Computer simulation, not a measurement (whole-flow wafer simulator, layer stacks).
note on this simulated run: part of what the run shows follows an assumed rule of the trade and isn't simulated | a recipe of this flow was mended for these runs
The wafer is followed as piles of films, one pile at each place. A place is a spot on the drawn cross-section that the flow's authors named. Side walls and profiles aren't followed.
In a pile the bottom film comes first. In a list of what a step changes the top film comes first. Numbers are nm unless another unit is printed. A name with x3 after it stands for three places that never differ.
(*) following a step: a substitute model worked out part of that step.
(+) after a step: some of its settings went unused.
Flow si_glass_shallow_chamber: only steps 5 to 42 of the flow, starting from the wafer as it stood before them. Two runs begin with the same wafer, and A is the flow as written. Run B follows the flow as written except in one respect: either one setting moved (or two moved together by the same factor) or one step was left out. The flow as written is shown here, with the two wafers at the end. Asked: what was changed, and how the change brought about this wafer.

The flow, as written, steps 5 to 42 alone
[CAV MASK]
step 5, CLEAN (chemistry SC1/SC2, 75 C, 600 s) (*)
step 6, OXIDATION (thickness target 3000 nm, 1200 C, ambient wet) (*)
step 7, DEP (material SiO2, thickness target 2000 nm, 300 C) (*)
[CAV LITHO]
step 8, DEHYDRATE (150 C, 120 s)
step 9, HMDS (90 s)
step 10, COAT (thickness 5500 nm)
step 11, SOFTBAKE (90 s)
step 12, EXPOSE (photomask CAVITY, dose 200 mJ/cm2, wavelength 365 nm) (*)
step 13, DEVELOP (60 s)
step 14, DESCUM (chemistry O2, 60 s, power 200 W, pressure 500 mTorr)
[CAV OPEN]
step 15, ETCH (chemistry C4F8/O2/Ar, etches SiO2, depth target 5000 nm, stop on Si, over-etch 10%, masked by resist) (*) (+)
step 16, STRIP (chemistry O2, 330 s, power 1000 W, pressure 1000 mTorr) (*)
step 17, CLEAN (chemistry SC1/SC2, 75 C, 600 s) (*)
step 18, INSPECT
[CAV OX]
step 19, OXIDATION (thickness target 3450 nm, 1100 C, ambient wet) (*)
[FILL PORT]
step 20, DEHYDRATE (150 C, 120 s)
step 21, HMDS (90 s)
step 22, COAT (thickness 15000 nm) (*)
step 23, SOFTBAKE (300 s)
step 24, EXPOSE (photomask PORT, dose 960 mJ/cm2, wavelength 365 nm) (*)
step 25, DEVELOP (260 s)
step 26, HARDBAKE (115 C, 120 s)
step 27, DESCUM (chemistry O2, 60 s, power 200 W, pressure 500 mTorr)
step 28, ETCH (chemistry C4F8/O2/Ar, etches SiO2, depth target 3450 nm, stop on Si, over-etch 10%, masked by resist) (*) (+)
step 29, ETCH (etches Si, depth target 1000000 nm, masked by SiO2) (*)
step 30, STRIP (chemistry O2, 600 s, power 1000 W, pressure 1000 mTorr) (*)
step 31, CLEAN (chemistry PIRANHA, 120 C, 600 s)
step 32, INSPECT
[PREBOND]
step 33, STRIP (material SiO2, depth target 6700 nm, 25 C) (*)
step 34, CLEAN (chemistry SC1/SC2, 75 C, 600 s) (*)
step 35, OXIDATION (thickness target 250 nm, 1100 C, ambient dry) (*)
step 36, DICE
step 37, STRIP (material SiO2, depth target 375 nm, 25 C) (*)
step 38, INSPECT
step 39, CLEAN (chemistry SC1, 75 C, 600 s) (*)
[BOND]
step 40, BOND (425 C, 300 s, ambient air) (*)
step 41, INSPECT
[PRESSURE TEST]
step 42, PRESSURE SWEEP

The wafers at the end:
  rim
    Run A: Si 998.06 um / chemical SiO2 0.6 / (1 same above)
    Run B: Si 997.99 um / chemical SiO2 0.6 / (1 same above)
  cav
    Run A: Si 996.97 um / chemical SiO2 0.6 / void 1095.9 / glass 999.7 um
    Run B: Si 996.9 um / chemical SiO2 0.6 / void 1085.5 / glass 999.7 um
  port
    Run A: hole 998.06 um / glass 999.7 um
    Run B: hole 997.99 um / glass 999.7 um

Cause: step 6, OXIDATION: thickness target 3216 nm was run, while the flow as written has thickness target 3000 nm.

How this came from the change, step by step:
  step 6, OXIDATION (thickness target 3000 nm, 1200 C, ambient wet) (*)
      rim, ramp, cav, port, septum, ring: A SiO2 gains 3000 (new film), chemical SiO2 loses 0.6 (all of it), Si loses 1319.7 | B SiO2 gains 3216 (new film), chemical SiO2 loses 0.6 (all of it), Si loses 1414.8
  step 15, ETCH (chemistry C4F8/O2/Ar, etches SiO2, depth target 5000 nm, stop on Si, over-etch 10%, masked by resist) (*) (+)
      cav, port: A SiO2 loses 5000 (all of it), Si loses 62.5 | B SiO2 loses 5216 (all of it), Si loses 35.5
  step 19, OXIDATION (thickness target 3450 nm, 1100 C, ambient wet) (*)
      rim, ramp, septum, ring: A SiO2 gains 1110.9, Si loses 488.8 | B SiO2 gains 1073.3, Si loses 472.3
  step 22, COAT (thickness 15000 nm) (*)
      rim: A thick-i-line-resist gains 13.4 um (new film) | B thick-i-line-resist gains 13.33 um (new film)
      ramp: A thick-i-line-resist gains 12.89 um (new film) | B thick-i-line-resist gains 12.8 um (new film)
      (and at 3 other places as well)
  step 23, SOFTBAKE (300 s)
      rim: A thick-i-line-resist loses 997 | B thick-i-line-resist loses 1044.5
      ramp: A thick-i-line-resist loses 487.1 | B thick-i-line-resist loses 512.3
      (and at 4 other places as well)
  step 25, DEVELOP (260 s)
      port: A thick-i-line-resist loses 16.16 um (all of it) | B thick-i-line-resist loses 16.21 um (all of it)
  step 29, ETCH (etches Si, depth target 1000000 nm, masked by SiO2) (*)
      rim, ramp: A thick-i-line-resist loses 11.47 um (all of it), SiO2 loses 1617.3 | B thick-i-line-resist loses 11.36 um (all of it), SiO2 loses 1678.5
      port: A hole gains 997.05 um (new film), Si loses 997.05 um (all of it) | B hole gains 996.98 um (new film), Si loses 996.98 um (all of it)
      (and at 1 other place as well)
  step 30, STRIP (chemistry O2, 600 s, power 1000 W, pressure 1000 mTorr) (*)
      cav: A thick-i-line-resist loses 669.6 (all of it) | B thick-i-line-resist loses 720.6 (all of it)
  step 33, STRIP (material SiO2, depth target 6700 nm, 25 C) (*)
      rim, ramp: A SiO2 loses 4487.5 (all of it) | B SiO2 loses 4604.8 (all of it)
      septum: A SiO2 loses 5732.1 (all of it) | B SiO2 loses 5905.3 (all of it)
      (and at 1 other place as well)
